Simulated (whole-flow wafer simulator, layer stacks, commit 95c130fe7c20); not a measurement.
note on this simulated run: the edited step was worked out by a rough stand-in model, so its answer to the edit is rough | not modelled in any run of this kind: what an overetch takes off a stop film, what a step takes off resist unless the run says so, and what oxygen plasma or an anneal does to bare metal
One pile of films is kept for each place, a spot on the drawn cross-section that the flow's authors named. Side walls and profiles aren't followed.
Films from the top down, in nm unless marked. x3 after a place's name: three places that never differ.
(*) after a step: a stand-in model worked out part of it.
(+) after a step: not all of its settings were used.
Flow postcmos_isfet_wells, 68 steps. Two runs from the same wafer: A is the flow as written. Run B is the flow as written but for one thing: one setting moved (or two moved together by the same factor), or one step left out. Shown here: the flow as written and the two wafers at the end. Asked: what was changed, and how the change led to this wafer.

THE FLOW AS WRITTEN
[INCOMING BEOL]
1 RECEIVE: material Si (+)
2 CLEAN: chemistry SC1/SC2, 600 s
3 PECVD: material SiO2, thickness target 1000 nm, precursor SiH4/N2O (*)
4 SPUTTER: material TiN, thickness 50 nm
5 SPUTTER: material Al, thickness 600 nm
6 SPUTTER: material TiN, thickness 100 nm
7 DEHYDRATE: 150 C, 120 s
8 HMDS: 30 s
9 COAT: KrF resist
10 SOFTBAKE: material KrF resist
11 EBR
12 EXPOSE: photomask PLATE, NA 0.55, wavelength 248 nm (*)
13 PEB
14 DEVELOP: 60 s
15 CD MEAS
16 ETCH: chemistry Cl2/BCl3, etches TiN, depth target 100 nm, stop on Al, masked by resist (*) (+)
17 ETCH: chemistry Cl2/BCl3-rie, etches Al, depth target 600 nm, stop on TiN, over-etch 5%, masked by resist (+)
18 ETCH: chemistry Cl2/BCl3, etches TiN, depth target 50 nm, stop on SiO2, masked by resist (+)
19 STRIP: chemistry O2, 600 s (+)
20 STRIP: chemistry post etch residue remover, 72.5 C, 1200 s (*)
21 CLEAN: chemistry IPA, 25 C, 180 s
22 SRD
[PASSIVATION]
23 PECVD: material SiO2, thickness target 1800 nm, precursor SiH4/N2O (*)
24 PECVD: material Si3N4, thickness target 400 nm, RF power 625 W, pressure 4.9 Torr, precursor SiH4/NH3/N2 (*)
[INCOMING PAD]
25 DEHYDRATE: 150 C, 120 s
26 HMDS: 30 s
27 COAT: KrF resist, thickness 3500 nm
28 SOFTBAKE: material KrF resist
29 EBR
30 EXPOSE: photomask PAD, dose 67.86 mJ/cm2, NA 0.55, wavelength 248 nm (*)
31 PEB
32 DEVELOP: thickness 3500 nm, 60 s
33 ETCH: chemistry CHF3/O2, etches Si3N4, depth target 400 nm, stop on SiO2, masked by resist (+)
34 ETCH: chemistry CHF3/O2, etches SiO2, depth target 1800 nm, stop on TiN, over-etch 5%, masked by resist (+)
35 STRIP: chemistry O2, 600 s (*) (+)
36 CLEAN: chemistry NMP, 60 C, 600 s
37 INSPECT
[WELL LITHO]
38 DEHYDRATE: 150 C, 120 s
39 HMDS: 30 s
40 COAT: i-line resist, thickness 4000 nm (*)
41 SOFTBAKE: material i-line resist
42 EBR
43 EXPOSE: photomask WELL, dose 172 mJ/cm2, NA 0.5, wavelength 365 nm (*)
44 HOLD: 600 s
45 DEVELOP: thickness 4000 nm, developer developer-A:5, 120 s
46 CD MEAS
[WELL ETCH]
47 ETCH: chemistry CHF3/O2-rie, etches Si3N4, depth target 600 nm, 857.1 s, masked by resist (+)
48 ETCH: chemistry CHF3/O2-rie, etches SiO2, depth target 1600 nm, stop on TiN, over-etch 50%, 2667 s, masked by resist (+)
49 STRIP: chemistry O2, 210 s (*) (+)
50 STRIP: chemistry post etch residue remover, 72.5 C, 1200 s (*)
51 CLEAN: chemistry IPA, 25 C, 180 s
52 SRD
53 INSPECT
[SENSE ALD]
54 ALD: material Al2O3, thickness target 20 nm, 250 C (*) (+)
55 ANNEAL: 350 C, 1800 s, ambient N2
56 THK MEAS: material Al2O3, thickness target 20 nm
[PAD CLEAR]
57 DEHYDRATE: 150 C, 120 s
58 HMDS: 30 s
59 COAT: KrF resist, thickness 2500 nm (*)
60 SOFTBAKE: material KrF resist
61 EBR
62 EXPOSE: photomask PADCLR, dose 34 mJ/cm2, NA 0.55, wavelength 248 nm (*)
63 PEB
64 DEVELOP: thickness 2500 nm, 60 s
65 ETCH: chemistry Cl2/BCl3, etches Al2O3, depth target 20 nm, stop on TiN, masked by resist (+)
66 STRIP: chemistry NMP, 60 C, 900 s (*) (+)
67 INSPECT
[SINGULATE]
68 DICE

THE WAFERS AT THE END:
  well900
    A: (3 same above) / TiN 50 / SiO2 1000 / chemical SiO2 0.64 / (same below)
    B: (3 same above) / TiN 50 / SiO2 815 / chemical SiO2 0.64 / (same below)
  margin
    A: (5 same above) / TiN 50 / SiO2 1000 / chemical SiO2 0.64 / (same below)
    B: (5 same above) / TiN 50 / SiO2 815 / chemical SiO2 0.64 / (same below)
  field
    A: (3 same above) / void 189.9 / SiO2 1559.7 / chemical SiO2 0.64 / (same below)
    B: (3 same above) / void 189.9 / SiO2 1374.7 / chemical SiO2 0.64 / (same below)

The cause: step 3, PECVD: thickness target 815 nm was run, where the flow has thickness target 1000 nm.
It can be read off the wafer: well900 has SiO2 815, and step 3 as written asks for 1000 nm.

How the change led to this, step by step:
  3 PECVD: material SiO2, thickness target 1000 nm, precursor SiH4/N2O (*)
      field, margin, well900, well1300 x3, pad_rim, pad_clr, pad_open: A SiO2 +1000 (new film) | B SiO2 +815 (new film)
